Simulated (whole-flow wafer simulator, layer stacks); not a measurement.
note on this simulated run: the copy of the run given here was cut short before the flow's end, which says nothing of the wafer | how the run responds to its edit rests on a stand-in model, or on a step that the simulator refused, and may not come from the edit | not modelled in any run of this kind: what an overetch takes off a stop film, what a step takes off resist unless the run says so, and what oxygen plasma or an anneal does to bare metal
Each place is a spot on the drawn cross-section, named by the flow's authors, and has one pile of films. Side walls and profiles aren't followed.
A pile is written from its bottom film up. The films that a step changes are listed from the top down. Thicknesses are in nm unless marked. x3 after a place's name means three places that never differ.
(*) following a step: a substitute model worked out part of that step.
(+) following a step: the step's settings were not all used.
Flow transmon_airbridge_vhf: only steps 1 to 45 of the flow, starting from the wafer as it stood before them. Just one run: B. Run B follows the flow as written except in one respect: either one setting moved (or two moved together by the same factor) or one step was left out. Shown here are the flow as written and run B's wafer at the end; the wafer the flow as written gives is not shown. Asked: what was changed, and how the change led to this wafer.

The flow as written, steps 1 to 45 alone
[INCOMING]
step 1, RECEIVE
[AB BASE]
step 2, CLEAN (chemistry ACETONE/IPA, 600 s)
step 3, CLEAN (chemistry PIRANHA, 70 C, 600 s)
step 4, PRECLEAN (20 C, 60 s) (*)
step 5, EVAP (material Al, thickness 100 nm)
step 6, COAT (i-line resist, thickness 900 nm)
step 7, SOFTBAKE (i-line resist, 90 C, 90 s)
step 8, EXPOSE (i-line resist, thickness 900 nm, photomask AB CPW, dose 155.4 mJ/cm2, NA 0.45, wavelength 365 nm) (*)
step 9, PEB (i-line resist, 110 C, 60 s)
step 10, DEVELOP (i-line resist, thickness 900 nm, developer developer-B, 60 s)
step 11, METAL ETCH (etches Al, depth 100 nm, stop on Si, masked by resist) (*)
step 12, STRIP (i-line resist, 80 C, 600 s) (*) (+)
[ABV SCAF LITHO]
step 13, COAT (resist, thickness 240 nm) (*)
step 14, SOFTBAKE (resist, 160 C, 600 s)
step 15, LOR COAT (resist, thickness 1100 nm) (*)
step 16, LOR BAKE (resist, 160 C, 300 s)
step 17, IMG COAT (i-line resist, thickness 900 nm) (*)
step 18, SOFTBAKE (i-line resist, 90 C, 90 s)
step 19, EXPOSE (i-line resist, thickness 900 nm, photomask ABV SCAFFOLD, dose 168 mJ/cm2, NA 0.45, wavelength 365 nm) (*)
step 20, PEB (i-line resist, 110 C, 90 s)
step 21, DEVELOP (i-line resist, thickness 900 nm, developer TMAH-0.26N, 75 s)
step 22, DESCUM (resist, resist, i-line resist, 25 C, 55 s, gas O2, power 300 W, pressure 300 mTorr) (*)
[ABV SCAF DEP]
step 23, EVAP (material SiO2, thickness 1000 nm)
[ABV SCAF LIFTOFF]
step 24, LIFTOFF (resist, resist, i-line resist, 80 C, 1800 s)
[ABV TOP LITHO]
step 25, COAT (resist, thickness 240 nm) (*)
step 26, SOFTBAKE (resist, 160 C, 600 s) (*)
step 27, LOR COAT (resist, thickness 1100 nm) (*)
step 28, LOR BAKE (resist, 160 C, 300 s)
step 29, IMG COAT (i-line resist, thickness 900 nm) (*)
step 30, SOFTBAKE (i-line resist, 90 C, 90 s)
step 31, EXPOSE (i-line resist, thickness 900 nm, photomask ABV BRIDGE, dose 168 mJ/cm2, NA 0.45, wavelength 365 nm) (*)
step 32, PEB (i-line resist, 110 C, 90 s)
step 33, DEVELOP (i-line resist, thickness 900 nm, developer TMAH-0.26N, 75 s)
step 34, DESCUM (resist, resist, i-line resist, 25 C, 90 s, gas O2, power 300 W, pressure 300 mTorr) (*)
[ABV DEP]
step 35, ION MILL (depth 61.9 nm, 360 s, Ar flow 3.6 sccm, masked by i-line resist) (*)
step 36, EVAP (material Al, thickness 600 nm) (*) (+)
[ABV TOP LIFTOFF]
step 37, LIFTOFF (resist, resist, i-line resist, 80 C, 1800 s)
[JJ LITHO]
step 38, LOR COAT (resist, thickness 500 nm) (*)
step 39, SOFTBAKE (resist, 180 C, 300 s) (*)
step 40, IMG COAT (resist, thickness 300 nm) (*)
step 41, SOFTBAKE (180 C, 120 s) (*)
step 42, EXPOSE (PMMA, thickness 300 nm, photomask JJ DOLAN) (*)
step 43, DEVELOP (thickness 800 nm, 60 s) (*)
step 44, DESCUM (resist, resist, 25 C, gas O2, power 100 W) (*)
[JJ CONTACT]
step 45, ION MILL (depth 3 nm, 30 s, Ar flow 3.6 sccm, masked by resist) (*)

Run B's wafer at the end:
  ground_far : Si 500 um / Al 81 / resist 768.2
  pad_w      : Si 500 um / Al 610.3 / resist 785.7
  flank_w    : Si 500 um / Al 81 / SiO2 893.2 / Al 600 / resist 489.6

Cause: step 5, EVAP: thickness 81 nm was run, whereas the flow has thickness 100 nm.
One can read it off the wafer: ground_far has Al 81, and step 5 as written asks for 100 nm.

How this came from the change, step by step:
  step 5, EVAP (material Al, thickness 100 nm)
      field x3, jj_line, ground_far and 12 more: +81 Al (new film) (in the flow as written it would be: +100 Al (new film))
  step 11, METAL ETCH (etches Al, depth 100 nm, stop on Si, masked by resist) (*)
      field x3, jj_line, gap_w, gap_e: -81 Al (all of it) (in the flow as written it would be: -100 Al (all of it))
